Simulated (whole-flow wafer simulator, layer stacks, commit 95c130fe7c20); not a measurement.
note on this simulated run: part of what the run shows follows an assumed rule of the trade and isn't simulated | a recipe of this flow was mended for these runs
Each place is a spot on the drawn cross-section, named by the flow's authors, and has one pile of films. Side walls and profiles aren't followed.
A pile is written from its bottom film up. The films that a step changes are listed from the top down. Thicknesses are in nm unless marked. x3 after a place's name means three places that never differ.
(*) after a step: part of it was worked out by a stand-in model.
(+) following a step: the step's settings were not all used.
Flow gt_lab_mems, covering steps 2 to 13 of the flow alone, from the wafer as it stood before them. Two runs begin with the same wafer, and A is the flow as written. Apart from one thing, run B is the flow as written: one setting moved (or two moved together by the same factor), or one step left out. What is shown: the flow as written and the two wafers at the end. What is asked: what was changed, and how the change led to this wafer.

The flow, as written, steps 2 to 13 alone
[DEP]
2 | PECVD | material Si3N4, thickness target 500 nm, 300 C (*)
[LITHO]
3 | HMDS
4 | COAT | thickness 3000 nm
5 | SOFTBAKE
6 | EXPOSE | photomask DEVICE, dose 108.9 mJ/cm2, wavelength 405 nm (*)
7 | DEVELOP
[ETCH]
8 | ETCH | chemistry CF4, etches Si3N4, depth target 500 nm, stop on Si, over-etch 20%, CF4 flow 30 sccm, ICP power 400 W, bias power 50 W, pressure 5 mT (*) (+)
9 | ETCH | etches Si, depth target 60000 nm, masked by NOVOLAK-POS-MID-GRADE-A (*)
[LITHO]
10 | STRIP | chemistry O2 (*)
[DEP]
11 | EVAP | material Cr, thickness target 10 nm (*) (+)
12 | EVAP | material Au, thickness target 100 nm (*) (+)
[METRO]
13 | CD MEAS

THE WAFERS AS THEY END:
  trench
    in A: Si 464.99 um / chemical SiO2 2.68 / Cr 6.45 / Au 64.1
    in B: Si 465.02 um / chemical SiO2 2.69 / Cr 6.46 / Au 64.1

Cause: step 8, ETCH: depth target 450 nm was run, whereas the flow has depth target 500 nm.

How this came from the change, step by step:
  8 | ETCH | chemistry CF4, etches Si3N4, depth target 500 nm, stop on Si, over-etch 20%, CF4 flow 30 sccm, ICP power 400 W, bias power 50 W, pressure 5 mT (*) (+)
      field: A -400 g/i-line-resist | B -360 g/i-line-resist
      trench: A -500 Si3N4 (all of it), -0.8 chemical SiO2 (all of it), -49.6 Si | B -500 Si3N4 (all of it), -0.8 chemical SiO2 (all of it), -19.6 Si
  10 | STRIP | chemistry O2 (*)
      field: A -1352 g/i-line-resist (all of it) | B -1392 g/i-line-resist (all of it)
